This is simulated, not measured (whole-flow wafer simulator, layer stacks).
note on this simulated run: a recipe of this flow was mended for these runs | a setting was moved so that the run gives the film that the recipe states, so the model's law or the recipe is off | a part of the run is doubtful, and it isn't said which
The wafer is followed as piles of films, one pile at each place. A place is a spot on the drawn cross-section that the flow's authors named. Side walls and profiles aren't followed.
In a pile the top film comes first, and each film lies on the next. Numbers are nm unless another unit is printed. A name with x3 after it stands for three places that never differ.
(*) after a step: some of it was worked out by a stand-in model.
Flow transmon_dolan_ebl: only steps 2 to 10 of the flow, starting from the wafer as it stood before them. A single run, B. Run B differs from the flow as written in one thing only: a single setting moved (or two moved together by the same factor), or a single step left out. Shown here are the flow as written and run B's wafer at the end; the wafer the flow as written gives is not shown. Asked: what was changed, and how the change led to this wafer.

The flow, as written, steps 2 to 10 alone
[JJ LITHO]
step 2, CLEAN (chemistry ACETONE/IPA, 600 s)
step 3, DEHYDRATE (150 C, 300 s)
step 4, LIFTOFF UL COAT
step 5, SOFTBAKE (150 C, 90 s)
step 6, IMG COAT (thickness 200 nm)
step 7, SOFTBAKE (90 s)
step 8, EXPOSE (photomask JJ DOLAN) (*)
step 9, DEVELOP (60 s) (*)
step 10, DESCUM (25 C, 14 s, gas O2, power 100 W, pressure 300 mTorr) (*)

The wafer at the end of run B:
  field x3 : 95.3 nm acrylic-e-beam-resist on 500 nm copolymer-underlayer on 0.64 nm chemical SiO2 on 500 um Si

Cause: step 6, IMG COAT: thickness 110 nm was run, though the flow has thickness 200 nm.

How this came from the change, step by step:
  step 6, IMG COAT (thickness 200 nm)
      field x3, jj_line: acrylic-e-beam-resist gains 110 (new film) (it would be, as written: acrylic-e-beam-resist gains 200 (new film))
  step 9, DEVELOP (60 s) (*)
      jj_line: acrylic-e-beam-resist loses 110 (all of it), copolymer-underlayer loses 500 (all of it) (it would be, as written: acrylic-e-beam-resist loses 200 (all of it), copolymer-underlayer loses 500 (all of it))
